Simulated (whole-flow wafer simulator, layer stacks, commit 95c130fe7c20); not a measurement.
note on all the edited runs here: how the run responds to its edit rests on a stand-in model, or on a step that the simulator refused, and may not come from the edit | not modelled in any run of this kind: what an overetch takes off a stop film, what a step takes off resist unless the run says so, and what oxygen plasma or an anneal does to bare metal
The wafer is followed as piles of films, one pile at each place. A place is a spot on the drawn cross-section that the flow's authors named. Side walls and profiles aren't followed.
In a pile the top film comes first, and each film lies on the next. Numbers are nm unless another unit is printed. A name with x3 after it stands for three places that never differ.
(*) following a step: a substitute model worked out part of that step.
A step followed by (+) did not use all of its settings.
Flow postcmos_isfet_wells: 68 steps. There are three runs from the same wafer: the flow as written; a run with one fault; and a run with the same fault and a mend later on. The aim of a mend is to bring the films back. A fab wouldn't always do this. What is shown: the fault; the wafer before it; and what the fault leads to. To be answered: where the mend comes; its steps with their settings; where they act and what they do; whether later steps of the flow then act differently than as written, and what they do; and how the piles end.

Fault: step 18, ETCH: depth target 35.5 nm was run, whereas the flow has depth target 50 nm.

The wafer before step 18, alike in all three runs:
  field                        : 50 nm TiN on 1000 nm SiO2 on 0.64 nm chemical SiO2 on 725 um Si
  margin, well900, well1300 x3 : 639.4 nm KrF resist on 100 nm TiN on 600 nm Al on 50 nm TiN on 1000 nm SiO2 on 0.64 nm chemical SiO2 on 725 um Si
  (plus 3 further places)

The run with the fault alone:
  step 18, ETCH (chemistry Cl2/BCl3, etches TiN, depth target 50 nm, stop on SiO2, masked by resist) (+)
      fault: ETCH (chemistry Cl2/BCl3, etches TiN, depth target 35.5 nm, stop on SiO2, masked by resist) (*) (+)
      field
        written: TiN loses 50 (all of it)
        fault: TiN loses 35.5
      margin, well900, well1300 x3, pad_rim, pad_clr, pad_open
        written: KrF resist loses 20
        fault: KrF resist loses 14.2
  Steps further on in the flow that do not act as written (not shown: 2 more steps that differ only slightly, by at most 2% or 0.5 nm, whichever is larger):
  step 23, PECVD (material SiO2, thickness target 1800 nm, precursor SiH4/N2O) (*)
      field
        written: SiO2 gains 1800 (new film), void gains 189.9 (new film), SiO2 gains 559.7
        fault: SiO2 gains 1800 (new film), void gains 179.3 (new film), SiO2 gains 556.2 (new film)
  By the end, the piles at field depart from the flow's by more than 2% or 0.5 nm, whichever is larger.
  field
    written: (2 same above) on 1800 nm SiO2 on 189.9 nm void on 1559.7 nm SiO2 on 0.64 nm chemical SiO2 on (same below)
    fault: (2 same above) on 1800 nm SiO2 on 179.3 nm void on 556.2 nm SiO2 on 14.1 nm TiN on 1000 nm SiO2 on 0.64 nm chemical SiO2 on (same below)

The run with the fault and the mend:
  The mend follows step 18.
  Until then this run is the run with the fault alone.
  step 18a, ETCH (chemistry Cl2/BCl3, etches TiN, depth target 14.5 nm, stop on SiO2, masked by resist) (a further turn of the flow's step 18, with different settings)
      margin, well900, well1300 x3, pad_rim, pad_clr, pad_open
        KrF resist loses 5.8
      field
        TiN loses 14.5 (all of it)
  Every later step of the flow that is run acts as written at every place that is followed.
  By the end, the piles equal the flow's at every place that both follow.
